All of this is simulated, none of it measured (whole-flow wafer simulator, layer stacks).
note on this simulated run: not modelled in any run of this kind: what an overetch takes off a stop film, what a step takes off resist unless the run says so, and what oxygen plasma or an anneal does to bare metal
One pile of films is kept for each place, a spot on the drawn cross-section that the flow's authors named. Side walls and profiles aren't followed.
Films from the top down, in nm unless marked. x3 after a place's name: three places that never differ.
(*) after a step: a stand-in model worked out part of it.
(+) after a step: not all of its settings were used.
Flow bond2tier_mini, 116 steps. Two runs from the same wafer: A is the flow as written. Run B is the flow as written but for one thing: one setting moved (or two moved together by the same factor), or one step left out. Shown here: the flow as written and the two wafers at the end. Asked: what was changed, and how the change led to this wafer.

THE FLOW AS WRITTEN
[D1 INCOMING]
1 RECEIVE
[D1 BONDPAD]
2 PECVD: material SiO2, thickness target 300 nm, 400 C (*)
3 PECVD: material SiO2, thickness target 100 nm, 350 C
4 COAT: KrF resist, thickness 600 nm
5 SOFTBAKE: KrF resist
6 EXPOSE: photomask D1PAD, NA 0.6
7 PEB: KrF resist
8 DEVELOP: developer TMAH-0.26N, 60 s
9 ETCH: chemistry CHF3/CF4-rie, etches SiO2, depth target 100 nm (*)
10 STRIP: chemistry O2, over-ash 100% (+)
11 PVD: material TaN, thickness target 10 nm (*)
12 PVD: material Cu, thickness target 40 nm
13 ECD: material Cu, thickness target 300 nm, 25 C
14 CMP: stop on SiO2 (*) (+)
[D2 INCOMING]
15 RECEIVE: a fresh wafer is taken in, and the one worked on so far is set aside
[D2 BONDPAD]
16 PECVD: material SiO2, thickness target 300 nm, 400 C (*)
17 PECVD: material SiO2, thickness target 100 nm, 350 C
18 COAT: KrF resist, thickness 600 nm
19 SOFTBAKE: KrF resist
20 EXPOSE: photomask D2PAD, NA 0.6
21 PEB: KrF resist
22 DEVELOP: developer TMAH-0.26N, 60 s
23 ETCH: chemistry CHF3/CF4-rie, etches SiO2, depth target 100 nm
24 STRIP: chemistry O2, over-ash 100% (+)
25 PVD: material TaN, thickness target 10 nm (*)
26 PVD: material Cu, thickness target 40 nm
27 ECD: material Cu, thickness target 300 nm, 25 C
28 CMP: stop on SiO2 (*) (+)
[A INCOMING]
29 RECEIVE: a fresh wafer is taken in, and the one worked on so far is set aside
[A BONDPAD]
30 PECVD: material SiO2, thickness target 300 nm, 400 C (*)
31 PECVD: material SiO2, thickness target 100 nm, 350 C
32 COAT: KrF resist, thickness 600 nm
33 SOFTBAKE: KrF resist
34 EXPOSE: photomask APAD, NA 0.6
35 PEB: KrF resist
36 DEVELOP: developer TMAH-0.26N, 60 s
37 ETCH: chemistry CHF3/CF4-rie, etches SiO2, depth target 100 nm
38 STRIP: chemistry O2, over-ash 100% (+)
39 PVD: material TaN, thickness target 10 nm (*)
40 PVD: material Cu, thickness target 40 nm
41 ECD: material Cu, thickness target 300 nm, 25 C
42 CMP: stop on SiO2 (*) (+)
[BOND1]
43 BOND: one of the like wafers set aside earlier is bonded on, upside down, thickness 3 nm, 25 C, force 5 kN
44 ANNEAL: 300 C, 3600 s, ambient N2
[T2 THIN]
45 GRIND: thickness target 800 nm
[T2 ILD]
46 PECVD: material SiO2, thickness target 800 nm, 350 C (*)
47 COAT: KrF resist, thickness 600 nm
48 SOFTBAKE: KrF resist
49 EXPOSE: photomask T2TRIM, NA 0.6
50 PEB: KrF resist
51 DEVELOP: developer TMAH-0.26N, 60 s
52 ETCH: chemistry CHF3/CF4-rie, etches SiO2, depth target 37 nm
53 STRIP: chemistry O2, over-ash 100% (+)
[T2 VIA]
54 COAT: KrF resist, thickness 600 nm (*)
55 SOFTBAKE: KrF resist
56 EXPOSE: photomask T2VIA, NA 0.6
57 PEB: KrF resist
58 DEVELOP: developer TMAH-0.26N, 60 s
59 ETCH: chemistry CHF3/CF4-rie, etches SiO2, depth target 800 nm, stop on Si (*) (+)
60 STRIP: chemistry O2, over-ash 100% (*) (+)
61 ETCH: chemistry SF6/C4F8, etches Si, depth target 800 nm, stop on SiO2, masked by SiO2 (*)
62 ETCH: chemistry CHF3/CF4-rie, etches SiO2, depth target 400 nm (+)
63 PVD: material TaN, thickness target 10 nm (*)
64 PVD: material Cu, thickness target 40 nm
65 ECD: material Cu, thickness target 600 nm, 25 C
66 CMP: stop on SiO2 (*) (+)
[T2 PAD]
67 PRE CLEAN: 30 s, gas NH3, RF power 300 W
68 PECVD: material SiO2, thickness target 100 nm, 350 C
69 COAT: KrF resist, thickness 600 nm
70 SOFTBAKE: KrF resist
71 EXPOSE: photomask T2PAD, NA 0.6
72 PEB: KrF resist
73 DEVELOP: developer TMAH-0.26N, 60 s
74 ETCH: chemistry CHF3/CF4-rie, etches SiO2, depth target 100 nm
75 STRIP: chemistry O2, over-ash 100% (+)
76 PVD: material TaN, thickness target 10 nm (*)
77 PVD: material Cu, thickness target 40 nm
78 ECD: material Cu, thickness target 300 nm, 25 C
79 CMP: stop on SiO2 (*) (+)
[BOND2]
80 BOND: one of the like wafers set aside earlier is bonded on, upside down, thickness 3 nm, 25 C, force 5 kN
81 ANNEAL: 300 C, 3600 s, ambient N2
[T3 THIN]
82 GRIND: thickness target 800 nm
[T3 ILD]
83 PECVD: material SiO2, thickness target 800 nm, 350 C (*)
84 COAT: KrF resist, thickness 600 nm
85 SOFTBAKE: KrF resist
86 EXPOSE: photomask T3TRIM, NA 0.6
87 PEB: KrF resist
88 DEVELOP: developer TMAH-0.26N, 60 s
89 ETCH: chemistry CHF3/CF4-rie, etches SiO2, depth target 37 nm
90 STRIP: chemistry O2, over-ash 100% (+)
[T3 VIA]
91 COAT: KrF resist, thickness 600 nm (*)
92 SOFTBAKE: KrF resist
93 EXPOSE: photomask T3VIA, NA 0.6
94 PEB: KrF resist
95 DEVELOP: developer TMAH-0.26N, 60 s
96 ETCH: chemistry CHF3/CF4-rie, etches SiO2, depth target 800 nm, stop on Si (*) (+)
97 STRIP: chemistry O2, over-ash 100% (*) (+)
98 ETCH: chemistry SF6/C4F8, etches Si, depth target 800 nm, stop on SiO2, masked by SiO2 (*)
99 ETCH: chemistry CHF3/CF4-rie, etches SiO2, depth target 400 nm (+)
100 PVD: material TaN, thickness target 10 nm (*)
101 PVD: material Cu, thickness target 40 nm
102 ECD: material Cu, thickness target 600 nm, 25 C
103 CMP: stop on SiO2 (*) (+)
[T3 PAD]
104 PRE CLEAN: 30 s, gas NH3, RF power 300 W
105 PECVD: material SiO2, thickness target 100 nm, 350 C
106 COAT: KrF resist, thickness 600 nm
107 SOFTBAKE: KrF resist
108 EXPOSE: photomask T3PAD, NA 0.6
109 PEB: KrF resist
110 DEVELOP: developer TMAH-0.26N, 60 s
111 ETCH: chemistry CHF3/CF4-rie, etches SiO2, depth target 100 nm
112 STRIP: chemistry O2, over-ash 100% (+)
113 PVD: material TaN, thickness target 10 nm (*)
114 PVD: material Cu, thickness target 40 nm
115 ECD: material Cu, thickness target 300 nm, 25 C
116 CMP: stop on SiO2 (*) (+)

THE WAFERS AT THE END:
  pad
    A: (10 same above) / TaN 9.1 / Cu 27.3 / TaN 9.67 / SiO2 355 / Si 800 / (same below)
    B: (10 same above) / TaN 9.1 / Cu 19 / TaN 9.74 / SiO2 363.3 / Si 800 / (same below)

The cause: step 52, ETCH: depth target 28.7 nm was run, where the flow has depth target 37 nm.

How the change led to this, step by step:
  52 ETCH: chemistry CHF3/CF4-rie, etches SiO2, depth target 37 nm
      pad, via: A SiO2 -37 | B SiO2 -28.7
      field: A KrF resist -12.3 | B KrF resist -9.57
